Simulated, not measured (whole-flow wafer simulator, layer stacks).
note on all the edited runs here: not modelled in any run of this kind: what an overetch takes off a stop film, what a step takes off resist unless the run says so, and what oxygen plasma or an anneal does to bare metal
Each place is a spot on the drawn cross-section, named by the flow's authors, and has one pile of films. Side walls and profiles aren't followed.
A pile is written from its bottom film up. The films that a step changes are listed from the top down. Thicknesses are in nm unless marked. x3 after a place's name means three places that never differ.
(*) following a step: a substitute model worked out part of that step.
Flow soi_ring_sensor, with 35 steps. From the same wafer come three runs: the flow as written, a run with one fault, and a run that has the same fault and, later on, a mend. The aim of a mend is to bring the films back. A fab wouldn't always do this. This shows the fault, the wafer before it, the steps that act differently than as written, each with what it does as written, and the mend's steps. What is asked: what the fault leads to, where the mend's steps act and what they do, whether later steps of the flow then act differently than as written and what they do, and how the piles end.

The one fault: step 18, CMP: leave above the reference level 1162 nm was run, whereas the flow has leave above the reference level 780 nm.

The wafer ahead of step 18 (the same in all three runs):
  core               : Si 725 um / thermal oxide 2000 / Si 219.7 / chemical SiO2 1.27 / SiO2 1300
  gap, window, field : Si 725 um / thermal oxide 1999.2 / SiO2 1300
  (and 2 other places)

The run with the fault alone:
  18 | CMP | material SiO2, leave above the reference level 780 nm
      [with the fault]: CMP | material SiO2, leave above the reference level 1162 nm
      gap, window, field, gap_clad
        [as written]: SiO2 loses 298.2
        [with the fault]: nothing
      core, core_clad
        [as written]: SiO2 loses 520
        [with the fault]: SiO2 loses 138
  Later steps of the flow acting differently than as written (1 more step, not shown, differs only slightly: by at most 2% or 0.5 nm, whichever is larger):
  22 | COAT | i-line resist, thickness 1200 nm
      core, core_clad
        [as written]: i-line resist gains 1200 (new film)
        [with the fault]: i-line resist gains 1126.9 (new film)
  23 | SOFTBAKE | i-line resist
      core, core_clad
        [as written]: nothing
        [with the fault]: i-line resist loses 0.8
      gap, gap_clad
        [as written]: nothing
        [with the fault]: i-line resist loses 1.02
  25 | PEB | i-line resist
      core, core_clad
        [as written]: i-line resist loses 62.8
        [with the fault]: i-line resist loses 58.8
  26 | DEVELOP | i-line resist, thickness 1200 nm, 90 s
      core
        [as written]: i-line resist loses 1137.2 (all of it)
        [with the fault]: i-line resist loses 1067.3 (all of it)
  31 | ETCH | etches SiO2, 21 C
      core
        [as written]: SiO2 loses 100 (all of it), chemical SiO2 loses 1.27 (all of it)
        [with the fault]: SiO2 loses 462
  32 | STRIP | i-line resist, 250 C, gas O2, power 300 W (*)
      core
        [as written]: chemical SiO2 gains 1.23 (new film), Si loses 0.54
        [with the fault]: nothing
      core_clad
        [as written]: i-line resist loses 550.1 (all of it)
        [with the fault]: i-line resist loses 480.4 (all of it)
  By the end, the piles at core, field, core_clad depart from the flow's by more than 2% or 0.5 nm, whichever is larger.
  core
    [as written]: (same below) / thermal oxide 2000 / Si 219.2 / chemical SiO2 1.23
    [with the fault]: (same below) / thermal oxide 2000 / Si 219.7 / chemical SiO2 1.27 / SiO2 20
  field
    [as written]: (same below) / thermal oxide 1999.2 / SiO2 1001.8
    [with the fault]: (same below) / thermal oxide 1999.2 / SiO2 1300
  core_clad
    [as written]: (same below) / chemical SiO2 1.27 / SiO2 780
    [with the fault]: (same below) / chemical SiO2 1.27 / SiO2 1162

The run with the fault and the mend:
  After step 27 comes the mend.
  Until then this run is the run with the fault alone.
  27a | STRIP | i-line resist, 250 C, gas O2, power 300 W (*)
      field
        i-line resist loses 1138 (all of it)
      core_clad
        i-line resist loses 1067.3 (all of it)
      gap_clad
        i-line resist loses 1147 (all of it)
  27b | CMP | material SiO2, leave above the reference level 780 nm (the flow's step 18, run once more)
      gap, window, field, gap_clad
        SiO2 loses 298.2
      core, core_clad
        SiO2 loses 382
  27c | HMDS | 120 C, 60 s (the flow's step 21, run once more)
      does not change any film at any place that is followed
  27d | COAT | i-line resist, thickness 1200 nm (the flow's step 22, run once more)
      core, gap, window, field, core_clad, gap_clad
        i-line resist gains 1200 (new film)
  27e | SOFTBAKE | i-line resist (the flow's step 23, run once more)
      does not change any film at any place that is followed
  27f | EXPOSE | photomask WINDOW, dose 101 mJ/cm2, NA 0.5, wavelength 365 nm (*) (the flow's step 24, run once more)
      does not change any film at any place that is followed
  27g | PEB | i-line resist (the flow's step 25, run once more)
      core, gap, window, field, core_clad, gap_clad
        i-line resist loses 62.8
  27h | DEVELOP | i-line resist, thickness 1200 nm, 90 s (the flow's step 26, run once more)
      core, gap, window
        i-line resist loses 1137.2 (all of it)
      field, core_clad, gap_clad
        i-line resist loses 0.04
  Every later step of the flow that is run acts as written at every place that is followed.
  At every place that both follow, the piles at the end match the flow's.
